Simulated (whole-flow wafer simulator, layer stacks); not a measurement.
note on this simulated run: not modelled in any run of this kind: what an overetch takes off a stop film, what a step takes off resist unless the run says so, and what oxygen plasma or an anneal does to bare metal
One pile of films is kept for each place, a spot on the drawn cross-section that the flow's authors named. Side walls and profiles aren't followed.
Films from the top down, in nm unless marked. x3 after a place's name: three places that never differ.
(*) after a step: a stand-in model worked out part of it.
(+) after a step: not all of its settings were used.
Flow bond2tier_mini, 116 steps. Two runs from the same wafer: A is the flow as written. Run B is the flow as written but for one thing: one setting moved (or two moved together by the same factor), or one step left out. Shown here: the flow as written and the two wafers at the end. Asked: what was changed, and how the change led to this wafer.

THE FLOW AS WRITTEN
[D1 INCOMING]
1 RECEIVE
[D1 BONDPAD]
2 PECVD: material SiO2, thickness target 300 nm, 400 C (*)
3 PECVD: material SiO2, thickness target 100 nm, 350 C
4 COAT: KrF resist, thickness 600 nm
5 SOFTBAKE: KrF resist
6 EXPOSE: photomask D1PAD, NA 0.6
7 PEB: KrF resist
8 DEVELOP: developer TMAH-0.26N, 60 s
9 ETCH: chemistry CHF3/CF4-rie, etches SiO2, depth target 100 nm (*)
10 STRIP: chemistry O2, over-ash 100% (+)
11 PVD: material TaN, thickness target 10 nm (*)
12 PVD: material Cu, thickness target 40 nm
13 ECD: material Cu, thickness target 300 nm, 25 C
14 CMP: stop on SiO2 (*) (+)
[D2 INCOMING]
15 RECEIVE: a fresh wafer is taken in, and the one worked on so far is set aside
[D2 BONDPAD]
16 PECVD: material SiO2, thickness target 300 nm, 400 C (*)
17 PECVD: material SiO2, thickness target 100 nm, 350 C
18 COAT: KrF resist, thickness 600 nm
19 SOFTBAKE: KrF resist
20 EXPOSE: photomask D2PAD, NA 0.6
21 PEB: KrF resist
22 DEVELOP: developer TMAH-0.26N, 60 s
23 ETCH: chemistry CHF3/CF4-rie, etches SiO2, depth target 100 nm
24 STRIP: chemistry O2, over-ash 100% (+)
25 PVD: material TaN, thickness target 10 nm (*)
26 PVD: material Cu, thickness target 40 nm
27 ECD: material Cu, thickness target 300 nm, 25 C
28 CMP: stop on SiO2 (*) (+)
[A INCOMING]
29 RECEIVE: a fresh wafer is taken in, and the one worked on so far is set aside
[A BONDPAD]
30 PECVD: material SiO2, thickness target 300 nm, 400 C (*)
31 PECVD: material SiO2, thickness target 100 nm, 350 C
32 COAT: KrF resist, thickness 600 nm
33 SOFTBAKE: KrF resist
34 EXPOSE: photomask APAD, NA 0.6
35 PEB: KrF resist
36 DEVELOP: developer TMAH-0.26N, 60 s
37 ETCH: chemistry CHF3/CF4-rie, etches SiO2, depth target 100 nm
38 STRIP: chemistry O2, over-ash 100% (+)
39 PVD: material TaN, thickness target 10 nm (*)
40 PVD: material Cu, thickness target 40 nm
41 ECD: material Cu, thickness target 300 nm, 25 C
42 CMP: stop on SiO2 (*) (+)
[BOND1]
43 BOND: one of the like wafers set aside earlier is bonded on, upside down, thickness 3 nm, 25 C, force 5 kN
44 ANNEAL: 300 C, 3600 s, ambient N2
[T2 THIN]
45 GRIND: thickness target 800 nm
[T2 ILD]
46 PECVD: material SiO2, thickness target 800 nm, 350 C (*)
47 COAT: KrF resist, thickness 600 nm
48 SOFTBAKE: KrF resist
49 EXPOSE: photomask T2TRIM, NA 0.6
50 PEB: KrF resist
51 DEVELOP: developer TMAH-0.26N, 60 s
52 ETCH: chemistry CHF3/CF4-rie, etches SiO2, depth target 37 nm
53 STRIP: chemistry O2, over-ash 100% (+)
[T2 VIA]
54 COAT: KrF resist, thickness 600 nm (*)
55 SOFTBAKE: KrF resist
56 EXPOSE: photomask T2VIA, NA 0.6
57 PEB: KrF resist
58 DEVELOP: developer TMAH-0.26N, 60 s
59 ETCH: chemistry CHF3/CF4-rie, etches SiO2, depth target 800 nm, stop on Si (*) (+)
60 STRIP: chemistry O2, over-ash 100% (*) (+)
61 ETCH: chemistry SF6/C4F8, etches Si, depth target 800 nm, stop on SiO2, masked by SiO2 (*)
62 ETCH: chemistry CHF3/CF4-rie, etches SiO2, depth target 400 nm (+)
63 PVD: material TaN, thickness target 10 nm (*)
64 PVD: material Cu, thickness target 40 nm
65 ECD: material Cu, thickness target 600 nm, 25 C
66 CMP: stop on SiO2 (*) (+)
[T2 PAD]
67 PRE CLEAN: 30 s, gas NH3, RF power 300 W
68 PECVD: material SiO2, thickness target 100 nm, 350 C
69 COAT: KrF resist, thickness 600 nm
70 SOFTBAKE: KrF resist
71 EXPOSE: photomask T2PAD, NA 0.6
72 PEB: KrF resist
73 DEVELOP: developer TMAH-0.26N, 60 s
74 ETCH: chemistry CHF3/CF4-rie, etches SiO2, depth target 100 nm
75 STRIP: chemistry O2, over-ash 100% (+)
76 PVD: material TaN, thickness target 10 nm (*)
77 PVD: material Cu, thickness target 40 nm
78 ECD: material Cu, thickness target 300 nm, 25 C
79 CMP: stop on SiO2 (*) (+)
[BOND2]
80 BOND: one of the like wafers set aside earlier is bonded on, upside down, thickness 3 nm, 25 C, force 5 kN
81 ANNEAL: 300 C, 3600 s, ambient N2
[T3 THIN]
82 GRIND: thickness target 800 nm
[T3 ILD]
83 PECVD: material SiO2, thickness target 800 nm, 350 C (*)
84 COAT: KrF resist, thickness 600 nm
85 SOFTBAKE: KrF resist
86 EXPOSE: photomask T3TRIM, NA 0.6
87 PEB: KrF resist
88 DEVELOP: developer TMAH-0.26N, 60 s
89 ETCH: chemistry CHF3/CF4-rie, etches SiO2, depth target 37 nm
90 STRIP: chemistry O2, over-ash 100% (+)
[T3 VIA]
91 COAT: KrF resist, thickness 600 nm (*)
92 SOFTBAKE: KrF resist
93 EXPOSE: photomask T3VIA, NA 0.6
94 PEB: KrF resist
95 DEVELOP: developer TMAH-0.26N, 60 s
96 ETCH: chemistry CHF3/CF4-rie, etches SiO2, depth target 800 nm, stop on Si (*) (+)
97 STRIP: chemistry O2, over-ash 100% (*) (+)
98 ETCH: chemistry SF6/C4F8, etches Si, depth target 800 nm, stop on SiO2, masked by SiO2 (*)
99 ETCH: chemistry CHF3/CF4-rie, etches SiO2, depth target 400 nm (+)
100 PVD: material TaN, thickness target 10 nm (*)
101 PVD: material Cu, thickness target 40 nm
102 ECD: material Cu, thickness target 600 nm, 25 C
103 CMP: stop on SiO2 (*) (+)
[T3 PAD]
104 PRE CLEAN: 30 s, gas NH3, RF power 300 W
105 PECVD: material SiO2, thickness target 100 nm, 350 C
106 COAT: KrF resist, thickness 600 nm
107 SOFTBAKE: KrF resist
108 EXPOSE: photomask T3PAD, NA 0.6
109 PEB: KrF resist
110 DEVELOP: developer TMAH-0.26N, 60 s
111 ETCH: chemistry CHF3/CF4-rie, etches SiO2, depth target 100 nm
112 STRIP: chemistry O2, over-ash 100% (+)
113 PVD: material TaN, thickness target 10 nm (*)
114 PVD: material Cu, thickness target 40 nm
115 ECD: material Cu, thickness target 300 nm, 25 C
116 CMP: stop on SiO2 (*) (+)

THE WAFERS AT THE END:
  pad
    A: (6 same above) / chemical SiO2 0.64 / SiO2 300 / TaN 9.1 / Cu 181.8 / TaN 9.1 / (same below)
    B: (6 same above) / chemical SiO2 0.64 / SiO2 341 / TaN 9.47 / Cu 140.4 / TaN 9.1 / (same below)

The cause: step 23, ETCH: depth target 59 nm was run, where the flow has depth target 100 nm.

How the change led to this, step by step:
  23 ETCH: chemistry CHF3/CF4-rie, etches SiO2, depth target 100 nm
      pad, via: A SiO2 -100 | B SiO2 -59
      field: A KrF resist -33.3 | B KrF resist -19.7
  24 STRIP: chemistry O2, over-ash 100% (+)
      field: A KrF resist -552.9 (all of it) | B KrF resist -566.6 (all of it)
  26 PVD: material Cu, thickness target 40 nm
      pad: A Cu +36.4 (new film) | B Cu +37.9 (new film)
  27 ECD: material Cu, thickness target 300 nm, 25 C
      pad: A Cu +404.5 | B Cu +361.7
      via: A Cu +400.2 | B Cu +359
  80 BOND: one of the like wafers set aside earlier is bonded on, upside down, thickness 3 nm, 25 C, force 5 kN
      pad: A Si +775 um (new film), chemical SiO2 +0.64 (new film), SiO2 +300 (new film), TaN +9.1 (new film), Cu +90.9 | B Si +775 um (new film), chemical SiO2 +0.64 (new film), SiO2 +341 (new film), TaN +9.47 (new film), Cu +49.5
